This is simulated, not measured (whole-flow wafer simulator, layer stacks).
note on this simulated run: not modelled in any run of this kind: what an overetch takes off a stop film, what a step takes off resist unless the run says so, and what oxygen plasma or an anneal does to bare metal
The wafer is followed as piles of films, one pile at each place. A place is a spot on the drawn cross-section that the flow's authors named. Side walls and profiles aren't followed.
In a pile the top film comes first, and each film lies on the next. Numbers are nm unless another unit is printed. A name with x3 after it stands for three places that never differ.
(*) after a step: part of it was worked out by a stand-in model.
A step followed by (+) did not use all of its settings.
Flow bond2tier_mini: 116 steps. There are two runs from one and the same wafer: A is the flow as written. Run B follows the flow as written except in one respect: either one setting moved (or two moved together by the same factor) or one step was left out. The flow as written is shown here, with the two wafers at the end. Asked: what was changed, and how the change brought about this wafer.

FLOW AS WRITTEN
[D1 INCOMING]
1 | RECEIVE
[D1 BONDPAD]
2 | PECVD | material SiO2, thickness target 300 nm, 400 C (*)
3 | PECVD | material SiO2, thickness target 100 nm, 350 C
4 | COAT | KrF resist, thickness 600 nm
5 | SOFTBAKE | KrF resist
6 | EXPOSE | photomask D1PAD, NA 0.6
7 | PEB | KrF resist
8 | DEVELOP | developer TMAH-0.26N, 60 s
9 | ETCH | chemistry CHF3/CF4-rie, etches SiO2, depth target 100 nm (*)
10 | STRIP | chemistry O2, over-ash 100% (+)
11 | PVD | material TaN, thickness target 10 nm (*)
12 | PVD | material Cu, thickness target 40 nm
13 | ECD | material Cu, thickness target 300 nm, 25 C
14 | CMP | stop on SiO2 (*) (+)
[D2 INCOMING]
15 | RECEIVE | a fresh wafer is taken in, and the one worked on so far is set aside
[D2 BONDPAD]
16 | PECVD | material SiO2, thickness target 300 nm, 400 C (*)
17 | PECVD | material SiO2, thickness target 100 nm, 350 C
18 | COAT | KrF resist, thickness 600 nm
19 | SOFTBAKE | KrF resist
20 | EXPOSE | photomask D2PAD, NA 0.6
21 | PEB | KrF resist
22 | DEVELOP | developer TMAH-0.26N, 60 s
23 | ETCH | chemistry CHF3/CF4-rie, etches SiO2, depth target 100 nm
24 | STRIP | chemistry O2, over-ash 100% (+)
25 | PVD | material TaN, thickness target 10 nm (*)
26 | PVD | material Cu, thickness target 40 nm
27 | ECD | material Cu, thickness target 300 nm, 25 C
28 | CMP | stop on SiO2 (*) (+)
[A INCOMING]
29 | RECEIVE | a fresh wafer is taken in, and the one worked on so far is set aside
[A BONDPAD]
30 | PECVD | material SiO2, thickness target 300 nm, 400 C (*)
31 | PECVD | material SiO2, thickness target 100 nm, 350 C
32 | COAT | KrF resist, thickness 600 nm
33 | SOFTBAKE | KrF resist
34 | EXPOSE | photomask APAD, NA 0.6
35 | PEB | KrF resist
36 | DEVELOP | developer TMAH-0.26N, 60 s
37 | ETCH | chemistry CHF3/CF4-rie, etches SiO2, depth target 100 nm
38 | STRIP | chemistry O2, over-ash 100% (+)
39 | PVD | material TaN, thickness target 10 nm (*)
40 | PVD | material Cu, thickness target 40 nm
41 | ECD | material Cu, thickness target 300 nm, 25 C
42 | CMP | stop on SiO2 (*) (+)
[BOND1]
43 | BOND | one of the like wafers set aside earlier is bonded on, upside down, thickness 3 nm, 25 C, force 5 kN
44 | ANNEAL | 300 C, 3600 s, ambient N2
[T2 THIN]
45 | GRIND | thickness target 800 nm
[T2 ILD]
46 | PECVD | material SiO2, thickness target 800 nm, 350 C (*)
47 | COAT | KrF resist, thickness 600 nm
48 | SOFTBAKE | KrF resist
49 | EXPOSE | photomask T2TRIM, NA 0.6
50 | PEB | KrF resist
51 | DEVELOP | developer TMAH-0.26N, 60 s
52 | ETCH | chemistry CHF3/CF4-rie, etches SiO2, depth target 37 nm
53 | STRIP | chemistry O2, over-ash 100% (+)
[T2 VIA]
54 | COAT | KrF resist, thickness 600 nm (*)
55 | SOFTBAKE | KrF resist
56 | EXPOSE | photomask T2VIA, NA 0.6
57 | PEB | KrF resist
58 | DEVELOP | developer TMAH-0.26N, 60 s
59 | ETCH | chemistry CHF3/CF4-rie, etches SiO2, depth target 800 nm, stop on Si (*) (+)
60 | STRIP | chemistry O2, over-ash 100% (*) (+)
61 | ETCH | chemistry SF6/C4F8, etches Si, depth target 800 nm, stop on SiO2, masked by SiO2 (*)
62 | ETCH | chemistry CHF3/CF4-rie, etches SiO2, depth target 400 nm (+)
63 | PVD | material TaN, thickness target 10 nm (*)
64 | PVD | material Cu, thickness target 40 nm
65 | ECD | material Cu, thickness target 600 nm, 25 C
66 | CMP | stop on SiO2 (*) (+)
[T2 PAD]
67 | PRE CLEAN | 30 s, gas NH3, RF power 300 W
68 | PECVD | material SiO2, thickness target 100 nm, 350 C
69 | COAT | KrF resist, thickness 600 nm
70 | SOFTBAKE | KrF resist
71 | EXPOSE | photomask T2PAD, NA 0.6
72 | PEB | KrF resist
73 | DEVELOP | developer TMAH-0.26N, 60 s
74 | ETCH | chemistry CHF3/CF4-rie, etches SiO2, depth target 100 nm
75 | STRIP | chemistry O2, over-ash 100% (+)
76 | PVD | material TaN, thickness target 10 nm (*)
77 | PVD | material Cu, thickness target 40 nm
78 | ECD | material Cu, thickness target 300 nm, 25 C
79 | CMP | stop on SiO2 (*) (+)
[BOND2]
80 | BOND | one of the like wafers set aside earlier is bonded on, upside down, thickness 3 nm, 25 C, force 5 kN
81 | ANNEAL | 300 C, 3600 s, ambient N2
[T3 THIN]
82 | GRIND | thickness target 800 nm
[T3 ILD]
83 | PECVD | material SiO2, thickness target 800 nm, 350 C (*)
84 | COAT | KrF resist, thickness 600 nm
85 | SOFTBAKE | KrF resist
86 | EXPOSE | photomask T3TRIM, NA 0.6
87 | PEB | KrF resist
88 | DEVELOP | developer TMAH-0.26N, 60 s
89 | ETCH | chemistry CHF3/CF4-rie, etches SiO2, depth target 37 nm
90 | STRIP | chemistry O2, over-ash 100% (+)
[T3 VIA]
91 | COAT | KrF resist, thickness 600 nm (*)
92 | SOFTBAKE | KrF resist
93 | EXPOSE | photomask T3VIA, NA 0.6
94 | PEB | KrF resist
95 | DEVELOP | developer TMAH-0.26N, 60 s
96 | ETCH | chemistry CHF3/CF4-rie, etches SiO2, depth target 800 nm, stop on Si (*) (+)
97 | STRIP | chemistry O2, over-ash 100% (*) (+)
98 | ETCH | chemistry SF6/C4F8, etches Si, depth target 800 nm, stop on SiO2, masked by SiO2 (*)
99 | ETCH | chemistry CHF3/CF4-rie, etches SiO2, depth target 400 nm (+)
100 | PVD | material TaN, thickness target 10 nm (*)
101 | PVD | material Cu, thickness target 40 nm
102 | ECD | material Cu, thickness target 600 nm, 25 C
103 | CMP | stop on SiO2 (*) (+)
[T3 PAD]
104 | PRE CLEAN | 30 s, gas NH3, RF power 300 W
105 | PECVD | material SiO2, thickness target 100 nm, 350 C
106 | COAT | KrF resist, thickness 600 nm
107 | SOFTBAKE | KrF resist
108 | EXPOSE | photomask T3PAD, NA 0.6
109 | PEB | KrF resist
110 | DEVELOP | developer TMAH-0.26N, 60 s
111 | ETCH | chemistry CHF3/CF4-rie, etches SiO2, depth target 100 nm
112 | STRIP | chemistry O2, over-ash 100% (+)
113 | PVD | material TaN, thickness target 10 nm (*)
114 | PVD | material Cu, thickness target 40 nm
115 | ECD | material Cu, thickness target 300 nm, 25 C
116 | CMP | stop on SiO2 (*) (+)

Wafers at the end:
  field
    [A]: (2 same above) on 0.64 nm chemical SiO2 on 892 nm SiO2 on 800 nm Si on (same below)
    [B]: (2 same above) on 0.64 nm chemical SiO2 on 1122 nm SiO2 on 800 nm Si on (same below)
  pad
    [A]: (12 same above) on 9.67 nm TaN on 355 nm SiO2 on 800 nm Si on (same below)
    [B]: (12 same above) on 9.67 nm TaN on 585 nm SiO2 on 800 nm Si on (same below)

What caused this: step 62, ETCH: depth target 170 nm was run, though the flow has depth target 400 nm.

How this came from the change, step by step:
  62 | ETCH | chemistry CHF3/CF4-rie, etches SiO2, depth target 400 nm (+)
      field, pad: A SiO2 loses 400 | B SiO2 loses 170
